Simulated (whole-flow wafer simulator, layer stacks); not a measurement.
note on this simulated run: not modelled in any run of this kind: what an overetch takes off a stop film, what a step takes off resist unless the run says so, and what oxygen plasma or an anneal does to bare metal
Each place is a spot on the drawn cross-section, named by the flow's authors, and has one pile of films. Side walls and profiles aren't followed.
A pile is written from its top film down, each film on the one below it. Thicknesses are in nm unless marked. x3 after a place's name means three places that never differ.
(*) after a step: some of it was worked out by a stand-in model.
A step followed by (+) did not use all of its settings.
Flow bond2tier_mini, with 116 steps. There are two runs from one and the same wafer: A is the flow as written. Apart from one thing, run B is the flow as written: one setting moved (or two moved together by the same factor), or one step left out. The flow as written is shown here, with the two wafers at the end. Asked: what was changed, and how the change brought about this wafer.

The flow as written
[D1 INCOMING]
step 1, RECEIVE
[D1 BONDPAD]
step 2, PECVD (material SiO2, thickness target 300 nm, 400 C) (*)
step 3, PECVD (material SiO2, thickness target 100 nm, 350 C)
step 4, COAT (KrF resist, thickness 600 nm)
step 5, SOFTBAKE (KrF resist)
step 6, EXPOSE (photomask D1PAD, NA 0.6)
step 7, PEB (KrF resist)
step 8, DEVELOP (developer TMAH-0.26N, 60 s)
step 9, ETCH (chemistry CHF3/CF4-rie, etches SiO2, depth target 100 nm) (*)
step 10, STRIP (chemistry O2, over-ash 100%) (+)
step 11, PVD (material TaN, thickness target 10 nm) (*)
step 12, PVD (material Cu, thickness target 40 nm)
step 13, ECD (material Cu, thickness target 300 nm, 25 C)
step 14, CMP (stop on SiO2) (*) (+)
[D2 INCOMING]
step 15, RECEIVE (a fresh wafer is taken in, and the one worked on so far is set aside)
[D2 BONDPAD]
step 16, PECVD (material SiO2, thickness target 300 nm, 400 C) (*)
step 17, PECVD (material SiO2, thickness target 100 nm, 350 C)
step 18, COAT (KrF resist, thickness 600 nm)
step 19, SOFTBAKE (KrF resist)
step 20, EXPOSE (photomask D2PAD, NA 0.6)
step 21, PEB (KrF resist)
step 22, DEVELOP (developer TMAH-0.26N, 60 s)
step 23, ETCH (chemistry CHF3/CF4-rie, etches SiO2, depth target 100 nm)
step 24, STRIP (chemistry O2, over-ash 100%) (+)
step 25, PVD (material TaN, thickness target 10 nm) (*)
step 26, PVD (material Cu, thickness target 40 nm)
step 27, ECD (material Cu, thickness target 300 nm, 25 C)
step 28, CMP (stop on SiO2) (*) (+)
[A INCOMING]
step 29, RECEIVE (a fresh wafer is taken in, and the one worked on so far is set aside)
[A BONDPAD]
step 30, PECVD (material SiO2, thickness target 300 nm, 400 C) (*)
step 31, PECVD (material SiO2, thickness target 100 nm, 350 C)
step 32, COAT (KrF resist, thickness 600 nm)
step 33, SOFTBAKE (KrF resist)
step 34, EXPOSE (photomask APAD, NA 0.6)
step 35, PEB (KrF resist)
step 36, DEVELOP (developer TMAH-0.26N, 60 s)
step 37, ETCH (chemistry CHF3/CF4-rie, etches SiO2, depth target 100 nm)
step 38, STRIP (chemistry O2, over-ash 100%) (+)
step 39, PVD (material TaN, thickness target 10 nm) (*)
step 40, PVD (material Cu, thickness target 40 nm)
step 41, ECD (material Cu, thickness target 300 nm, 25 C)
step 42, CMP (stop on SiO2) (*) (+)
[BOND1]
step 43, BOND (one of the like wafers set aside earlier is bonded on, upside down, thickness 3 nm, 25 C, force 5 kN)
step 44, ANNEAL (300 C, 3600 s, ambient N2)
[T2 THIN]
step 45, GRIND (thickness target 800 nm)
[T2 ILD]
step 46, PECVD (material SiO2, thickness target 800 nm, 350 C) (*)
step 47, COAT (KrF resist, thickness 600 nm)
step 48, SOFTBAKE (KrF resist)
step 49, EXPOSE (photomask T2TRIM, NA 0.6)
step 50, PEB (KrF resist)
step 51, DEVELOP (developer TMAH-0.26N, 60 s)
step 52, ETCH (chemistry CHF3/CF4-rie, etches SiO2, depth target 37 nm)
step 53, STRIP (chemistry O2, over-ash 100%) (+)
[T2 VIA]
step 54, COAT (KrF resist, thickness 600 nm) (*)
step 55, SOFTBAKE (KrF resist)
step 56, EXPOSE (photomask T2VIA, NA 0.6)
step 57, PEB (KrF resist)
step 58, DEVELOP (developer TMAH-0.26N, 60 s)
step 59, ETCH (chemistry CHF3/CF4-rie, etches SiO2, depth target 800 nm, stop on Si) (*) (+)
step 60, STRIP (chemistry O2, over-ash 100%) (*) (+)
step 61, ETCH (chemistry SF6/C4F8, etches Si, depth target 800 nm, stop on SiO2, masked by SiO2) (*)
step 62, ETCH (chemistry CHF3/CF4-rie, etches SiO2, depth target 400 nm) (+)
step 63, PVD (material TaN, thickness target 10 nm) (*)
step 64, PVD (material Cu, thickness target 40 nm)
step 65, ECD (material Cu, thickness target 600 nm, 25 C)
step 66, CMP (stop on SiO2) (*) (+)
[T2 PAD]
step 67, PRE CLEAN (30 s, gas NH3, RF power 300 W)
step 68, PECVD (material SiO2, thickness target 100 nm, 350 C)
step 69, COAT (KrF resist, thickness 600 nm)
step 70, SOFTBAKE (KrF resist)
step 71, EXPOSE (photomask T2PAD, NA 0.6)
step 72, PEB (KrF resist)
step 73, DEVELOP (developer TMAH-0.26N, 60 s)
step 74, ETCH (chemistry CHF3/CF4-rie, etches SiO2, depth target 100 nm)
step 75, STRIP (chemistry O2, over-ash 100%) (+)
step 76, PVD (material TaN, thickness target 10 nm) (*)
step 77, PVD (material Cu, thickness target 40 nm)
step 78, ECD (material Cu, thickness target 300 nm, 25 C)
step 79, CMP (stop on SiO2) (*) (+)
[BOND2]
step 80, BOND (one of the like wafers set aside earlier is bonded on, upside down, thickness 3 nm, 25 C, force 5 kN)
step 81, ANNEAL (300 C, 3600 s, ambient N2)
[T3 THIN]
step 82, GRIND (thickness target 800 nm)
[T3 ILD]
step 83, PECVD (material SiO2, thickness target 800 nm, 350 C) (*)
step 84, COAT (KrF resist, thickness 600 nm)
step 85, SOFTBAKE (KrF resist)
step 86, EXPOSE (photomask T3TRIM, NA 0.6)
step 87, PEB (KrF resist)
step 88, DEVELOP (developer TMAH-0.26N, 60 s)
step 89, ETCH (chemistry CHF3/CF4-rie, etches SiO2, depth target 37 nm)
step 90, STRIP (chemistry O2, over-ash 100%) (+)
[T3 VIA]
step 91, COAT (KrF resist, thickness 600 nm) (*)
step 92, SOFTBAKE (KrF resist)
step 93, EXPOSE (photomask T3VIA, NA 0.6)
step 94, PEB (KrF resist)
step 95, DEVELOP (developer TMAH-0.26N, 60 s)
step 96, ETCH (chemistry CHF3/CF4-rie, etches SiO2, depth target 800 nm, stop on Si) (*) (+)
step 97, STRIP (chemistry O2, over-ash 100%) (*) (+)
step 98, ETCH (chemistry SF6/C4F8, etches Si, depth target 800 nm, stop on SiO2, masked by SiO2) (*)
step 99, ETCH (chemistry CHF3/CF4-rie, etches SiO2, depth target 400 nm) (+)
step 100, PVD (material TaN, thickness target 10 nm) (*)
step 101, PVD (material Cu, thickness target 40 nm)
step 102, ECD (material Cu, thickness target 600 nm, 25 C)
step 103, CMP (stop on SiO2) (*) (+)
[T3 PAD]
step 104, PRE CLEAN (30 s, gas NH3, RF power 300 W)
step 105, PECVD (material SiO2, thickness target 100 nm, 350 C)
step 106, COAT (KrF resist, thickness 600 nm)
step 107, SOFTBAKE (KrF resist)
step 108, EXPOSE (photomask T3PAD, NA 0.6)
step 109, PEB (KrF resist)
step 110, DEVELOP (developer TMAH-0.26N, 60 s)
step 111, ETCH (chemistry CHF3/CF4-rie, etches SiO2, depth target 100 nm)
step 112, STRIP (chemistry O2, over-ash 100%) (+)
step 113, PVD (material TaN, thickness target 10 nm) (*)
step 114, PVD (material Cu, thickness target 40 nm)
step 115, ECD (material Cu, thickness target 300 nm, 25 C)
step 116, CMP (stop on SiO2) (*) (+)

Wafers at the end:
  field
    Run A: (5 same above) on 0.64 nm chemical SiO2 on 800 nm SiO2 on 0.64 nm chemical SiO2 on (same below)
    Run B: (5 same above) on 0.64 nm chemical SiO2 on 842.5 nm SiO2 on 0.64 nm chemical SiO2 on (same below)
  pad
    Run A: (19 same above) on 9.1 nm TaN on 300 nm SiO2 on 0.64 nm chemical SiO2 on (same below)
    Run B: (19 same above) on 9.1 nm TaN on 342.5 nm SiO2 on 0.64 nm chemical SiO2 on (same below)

What caused this: step 31, PECVD: thickness target 142.5 nm was run, while the flow as written has thickness target 100 nm.

The path from the change to this, step by step:
  step 31, PECVD (material SiO2, thickness target 100 nm, 350 C)
      field, pad, via: A +100 SiO2 | B +142.5 SiO2
